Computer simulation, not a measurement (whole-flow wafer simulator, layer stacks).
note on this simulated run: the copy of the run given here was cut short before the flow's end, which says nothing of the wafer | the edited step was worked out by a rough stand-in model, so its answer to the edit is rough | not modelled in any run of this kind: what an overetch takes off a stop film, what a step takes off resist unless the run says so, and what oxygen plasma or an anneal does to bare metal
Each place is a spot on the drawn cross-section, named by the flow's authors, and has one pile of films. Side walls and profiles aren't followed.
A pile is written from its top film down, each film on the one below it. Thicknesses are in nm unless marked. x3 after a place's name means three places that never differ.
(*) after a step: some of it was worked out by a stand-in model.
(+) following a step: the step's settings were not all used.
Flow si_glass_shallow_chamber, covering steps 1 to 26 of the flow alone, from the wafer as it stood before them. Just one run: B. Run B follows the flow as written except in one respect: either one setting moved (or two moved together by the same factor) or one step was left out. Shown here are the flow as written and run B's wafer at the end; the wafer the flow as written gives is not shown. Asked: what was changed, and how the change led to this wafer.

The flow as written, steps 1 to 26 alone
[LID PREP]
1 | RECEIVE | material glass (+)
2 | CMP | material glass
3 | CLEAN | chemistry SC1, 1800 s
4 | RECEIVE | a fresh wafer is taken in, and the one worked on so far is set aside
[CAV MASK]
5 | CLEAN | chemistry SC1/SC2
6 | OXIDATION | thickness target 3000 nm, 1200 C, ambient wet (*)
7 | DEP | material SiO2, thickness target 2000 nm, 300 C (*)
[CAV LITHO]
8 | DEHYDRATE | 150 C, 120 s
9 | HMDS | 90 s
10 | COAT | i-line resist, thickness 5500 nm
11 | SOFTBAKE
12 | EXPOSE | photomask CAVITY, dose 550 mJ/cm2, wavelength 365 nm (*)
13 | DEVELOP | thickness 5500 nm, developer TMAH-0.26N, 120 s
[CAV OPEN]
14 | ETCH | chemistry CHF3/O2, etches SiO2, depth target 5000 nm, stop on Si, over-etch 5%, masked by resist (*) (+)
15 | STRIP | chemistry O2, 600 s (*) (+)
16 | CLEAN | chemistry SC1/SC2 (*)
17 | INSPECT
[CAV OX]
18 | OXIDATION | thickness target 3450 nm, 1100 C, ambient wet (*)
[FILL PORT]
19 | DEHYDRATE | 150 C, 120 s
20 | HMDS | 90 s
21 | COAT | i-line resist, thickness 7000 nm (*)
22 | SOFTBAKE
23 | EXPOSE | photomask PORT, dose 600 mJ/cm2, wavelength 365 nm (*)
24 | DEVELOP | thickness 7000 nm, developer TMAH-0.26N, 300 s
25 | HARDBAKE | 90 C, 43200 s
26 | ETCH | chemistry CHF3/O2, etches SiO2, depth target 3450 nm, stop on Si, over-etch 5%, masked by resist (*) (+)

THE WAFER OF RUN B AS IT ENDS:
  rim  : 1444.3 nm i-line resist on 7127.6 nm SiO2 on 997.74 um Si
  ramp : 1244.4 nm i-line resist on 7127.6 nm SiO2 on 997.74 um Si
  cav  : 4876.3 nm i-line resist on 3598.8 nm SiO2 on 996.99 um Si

Cause: step 6, OXIDATION: thickness target 4200 nm was run, while the flow as written has thickness target 3000 nm.

The path from the change to this, step by step:
  6 | OXIDATION | thickness target 3000 nm, 1200 C, ambient wet (*)
      rim, ramp, cav, port, septum, ring: SiO2 gains 4200 (new film), chemical SiO2 loses 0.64 (all of it), Si loses 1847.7 (as written it would have been: SiO2 gains 3000 (new film), chemical SiO2 loses 0.64 (all of it), Si loses 1319.7)
  14 | ETCH | chemistry CHF3/O2, etches SiO2, depth target 5000 nm, stop on Si, over-etch 5%, masked by resist (*) (+)
      cav, port: SiO2 loses 5250 (as written it would have been: SiO2 loses 5000 (all of it), Si loses 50)
  15 | STRIP | chemistry O2, 600 s (*) (+)
      cav, port: nothing (as written it would have been: chemical SiO2 gains 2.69 (new film), Si loses 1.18)
  18 | OXIDATION | thickness target 3450 nm, 1100 C, ambient wet (*)
      cav, port: SiO2 gains 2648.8, Si loses 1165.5 (as written it would have been: SiO2 gains 3450 (new film), chemical SiO2 loses 2.69 (all of it), Si loses 1516.8)
      rim, ramp, septum, ring: SiO2 gains 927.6, Si loses 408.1 (as written it would have been: SiO2 gains 1109.8, Si loses 488.3)
  21 | COAT | i-line resist, thickness 7000 nm (*)
      rim: i-line resist gains 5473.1 (new film) (as written it would have been: i-line resist gains 5660.1 (new film))
      ramp: i-line resist gains 4830.8 (new film) (as written it would have been: i-line resist gains 5087.8 (new film))
  22 | SOFTBAKE
      rim: i-line resist loses 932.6 (as written it would have been: i-line resist loses 849)
      ramp: i-line resist loses 496.8 (as written it would have been: i-line resist loses 434.5)
      (also at 3 further places)
  25 | HARDBAKE | 90 C, 43200 s
      rim: i-line resist loses 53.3 (as written it would have been: i-line resist loses 62.5)
      ramp: i-line resist loses 46.8 (as written it would have been: i-line resist loses 57.1)
      (also at 1 further place)
  26 | ETCH | chemistry CHF3/O2, etches SiO2, depth target 3450 nm, stop on Si, over-etch 5%, masked by resist (*) (+)
      port: SiO2 loses 3598.8 (all of it), Si loses 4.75 (as written it would have been: SiO2 loses 3450 (all of it), Si loses 34.5)
